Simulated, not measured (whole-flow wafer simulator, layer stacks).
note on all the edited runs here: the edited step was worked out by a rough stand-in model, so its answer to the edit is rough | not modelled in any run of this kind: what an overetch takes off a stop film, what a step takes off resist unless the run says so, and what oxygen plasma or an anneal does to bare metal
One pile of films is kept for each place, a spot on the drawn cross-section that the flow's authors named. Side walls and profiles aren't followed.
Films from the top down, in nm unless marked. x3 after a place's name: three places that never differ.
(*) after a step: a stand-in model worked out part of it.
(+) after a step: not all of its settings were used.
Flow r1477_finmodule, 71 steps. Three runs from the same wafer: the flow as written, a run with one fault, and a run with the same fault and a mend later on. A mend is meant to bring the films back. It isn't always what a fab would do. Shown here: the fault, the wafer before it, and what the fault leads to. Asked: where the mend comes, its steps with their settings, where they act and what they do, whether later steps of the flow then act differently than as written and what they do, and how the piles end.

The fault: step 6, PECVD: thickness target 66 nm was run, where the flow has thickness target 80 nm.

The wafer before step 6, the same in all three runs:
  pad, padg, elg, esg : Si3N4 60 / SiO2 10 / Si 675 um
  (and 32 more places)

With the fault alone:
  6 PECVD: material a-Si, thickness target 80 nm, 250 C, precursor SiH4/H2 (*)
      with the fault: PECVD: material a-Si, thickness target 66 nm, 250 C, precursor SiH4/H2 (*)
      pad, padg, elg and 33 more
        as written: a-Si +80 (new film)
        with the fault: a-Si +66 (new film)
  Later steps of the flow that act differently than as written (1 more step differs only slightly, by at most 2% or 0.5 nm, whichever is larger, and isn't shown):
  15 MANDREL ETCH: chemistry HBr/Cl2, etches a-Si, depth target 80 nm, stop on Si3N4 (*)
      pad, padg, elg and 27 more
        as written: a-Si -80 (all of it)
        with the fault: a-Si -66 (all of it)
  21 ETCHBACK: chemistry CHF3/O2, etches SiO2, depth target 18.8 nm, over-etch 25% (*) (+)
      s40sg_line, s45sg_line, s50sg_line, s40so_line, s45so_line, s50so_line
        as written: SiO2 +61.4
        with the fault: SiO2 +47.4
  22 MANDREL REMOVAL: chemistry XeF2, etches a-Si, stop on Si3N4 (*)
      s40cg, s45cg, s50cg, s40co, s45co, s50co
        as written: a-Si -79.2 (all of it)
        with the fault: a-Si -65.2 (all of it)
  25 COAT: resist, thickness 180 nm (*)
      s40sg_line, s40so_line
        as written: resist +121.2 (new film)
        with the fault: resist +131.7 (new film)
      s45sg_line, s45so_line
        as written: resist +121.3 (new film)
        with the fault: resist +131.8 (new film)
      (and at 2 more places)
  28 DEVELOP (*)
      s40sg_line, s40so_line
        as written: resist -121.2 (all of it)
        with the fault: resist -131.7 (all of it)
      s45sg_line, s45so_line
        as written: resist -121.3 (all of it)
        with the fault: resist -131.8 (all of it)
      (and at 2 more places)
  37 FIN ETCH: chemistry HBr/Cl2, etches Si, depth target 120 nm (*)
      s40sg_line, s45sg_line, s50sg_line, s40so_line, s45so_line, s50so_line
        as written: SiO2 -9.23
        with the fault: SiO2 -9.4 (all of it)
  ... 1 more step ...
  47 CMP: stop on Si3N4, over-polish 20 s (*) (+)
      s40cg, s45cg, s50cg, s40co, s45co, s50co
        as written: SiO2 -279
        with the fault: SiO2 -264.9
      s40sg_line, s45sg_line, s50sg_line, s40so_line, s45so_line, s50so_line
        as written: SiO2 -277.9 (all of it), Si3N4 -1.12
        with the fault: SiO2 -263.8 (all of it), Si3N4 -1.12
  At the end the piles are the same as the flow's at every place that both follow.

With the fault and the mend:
  The mend comes after step 7.
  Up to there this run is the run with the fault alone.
  7a PECVD: material a-Si, thickness target 14 nm, 250 C, precursor SiH4/H2 (*) (the flow's step 6 once more, with other settings)
      pad, padg, elg and 33 more
        a-Si +14
  No later step of the flow acts differently than as written at any place that is followed.
  At the end the piles are the same as the flow's at every place that both follow.
